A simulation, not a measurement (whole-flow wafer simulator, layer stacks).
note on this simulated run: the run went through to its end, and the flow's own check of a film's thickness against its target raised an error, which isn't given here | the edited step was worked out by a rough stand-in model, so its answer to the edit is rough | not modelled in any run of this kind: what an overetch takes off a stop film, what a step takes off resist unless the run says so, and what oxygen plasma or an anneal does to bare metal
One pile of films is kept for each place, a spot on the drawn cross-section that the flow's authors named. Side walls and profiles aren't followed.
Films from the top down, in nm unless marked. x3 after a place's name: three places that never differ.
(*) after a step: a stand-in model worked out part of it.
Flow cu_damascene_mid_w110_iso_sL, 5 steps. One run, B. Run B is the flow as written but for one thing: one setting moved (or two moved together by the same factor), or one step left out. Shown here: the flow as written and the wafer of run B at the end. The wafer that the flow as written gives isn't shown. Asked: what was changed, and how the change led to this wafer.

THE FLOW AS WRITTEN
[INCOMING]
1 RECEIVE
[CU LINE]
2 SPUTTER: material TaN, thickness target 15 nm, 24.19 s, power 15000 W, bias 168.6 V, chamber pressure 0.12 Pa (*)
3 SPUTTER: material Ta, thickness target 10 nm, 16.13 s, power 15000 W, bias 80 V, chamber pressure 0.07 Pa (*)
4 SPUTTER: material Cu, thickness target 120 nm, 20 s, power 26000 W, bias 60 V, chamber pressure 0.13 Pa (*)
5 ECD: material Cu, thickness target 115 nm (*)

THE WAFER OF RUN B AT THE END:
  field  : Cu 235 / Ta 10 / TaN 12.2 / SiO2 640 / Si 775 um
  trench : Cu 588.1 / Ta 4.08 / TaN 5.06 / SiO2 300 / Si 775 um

The cause: step 2, SPUTTER: power 12200 W was run, where the flow has power 15000 W.

How the change led to this, step by step:
  2 SPUTTER: material TaN, thickness target 15 nm, 24.19 s, power 15000 W, bias 168.6 V, chamber pressure 0.12 Pa (*)
      field: TaN +12.2 (new film) (as written it would be: TaN +15 (new film))
      trench: TaN +5.06 (new film) (as written it would be: TaN +6.23 (new film))
